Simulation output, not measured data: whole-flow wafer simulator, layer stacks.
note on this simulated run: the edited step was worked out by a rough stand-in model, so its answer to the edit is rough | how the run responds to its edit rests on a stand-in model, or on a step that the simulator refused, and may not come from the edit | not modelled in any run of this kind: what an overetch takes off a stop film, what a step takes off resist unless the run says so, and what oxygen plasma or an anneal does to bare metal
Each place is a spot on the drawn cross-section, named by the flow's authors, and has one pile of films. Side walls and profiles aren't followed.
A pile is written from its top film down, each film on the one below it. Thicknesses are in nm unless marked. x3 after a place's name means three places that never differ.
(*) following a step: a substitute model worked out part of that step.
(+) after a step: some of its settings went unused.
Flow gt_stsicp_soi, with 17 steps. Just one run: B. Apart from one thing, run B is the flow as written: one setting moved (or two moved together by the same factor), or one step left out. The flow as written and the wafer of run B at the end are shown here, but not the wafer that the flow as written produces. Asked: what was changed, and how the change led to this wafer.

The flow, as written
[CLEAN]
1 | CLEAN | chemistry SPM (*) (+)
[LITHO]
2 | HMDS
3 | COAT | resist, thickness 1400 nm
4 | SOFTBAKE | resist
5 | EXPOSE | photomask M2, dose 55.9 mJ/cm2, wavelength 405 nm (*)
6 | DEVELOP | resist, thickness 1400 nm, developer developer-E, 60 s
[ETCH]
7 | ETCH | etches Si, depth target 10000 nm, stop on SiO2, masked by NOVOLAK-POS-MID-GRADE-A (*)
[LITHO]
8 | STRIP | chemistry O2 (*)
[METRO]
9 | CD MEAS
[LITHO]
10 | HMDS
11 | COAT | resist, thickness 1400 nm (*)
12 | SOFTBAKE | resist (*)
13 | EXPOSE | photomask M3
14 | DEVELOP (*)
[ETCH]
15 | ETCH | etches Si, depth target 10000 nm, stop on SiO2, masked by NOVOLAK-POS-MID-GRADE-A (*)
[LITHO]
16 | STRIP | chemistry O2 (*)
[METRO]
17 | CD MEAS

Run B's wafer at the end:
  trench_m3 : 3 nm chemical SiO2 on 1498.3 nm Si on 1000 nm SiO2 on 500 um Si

The reason: step 15, ETCH: depth target 8500 nm was run, whereas the flow has depth target 10000 nm.

Step by step, how the change led to this:
  15 | ETCH | etches Si, depth target 10000 nm, stop on SiO2, masked by NOVOLAK-POS-MID-GRADE-A (*)
      trench_m3: -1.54 chemical SiO2 (all of it), -8500 Si (it would be, as written: -1.54 chemical SiO2 (all of it), -9999.6 Si (all of it))
      field, trench_m2: -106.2 resist (it would be, as written: -125 resist)
  16 | STRIP | chemistry O2 (*)
      trench_m3: +3 chemical SiO2 (new film), -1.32 Si (it would be, as written: nothing)
